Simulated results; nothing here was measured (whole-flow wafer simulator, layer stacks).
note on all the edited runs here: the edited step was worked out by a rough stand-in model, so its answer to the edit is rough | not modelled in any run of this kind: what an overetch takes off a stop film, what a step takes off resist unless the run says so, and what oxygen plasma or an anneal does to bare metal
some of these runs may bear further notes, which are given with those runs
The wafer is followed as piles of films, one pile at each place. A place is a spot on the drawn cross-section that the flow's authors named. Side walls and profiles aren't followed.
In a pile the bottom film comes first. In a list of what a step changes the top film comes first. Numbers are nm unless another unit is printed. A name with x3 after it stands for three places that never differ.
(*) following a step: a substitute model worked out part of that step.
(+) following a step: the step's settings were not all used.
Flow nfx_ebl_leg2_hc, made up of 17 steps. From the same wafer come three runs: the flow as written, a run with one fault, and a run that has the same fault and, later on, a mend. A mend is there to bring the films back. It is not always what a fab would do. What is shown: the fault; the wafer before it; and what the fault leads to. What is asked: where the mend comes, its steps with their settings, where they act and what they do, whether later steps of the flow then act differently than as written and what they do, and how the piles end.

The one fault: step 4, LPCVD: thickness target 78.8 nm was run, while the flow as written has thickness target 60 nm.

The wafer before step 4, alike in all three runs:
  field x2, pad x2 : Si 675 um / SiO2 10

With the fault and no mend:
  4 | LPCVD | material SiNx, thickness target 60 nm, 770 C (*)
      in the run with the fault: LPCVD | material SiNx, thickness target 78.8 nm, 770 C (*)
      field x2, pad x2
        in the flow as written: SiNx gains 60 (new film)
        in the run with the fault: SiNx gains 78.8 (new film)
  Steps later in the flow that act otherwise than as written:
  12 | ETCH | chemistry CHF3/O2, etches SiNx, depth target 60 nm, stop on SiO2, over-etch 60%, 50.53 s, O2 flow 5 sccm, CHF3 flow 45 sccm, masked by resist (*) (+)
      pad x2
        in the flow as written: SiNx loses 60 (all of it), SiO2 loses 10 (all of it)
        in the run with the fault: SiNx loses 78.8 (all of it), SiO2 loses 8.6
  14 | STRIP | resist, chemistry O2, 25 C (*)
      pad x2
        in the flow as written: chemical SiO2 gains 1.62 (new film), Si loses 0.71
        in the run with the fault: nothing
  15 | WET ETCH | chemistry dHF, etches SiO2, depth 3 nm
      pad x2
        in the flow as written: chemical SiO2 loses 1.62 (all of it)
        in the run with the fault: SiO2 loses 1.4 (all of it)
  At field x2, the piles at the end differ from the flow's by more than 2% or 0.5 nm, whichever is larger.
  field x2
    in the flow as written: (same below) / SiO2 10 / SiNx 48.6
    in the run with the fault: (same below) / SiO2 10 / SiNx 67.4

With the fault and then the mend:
  The mend stands after step 5.
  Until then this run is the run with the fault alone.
  5a | ETCH | chemistry h3po4, depth target 90.62 nm
      field x2, pad x2
        SiNx loses 78.8 (all of it)
  5b | CLEAN | chemistry SC1/SC2 (the flow's step 2, run once more)
      leaves every film unchanged at each place that is followed
  5c | LPCVD | material SiNx, thickness target 60 nm, 770 C (*) (the flow's step 4, run once more)
      field x2, pad x2
        SiNx gains 60 (new film)
  Later steps of the flow that are run all act as written at every place that is followed.
  At every place that both follow, the piles at the end match the flow's.
